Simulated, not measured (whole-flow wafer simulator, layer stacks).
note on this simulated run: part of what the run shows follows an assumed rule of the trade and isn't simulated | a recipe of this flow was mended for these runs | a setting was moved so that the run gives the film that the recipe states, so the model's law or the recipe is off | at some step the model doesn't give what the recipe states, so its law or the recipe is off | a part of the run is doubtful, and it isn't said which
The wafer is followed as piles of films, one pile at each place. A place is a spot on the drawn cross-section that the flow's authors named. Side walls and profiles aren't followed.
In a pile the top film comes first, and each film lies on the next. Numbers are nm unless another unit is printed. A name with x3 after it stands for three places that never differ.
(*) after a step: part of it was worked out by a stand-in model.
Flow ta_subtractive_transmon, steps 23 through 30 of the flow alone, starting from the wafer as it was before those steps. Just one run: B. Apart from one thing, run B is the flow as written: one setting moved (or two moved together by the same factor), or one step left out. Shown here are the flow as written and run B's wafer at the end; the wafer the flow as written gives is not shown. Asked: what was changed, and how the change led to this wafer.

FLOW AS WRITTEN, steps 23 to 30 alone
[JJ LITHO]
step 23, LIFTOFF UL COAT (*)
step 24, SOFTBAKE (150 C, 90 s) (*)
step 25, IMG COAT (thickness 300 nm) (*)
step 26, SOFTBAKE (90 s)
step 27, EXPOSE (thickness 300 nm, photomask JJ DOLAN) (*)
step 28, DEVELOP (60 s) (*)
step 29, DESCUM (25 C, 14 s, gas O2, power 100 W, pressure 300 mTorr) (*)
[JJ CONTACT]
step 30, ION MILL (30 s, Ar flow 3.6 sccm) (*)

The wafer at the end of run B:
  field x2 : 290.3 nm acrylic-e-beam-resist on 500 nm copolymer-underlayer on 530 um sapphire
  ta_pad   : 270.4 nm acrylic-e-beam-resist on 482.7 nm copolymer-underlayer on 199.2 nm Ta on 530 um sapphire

The reason: step 25, IMG COAT: thickness 322 nm was run, whereas the flow has thickness 300 nm; step 27, EXPOSE: thickness 322 nm was run, where the flow has thickness 300 nm.

How this came from the change, step by step:
  step 25, IMG COAT (thickness 300 nm) (*)
      field x2, jj_line: acrylic-e-beam-resist gains 322 (new film) (it would be, as written: acrylic-e-beam-resist gains 300 (new film))
      lead: acrylic-e-beam-resist gains 335.2 (new film) (it would be, as written: acrylic-e-beam-resist gains 312.5 (new film))
      (also at 2 further places)
  step 28, DEVELOP (60 s) (*)
      jj_line: acrylic-e-beam-resist loses 322 (all of it), copolymer-underlayer loses 500 (all of it) (it would be, as written: acrylic-e-beam-resist loses 300 (all of it), copolymer-underlayer loses 500 (all of it))
      lead: acrylic-e-beam-resist loses 335.2 (all of it), copolymer-underlayer loses 554.7 (all of it) (it would be, as written: acrylic-e-beam-resist loses 312.5 (all of it), copolymer-underlayer loses 554.7 (all of it))
      (also at 1 further place)
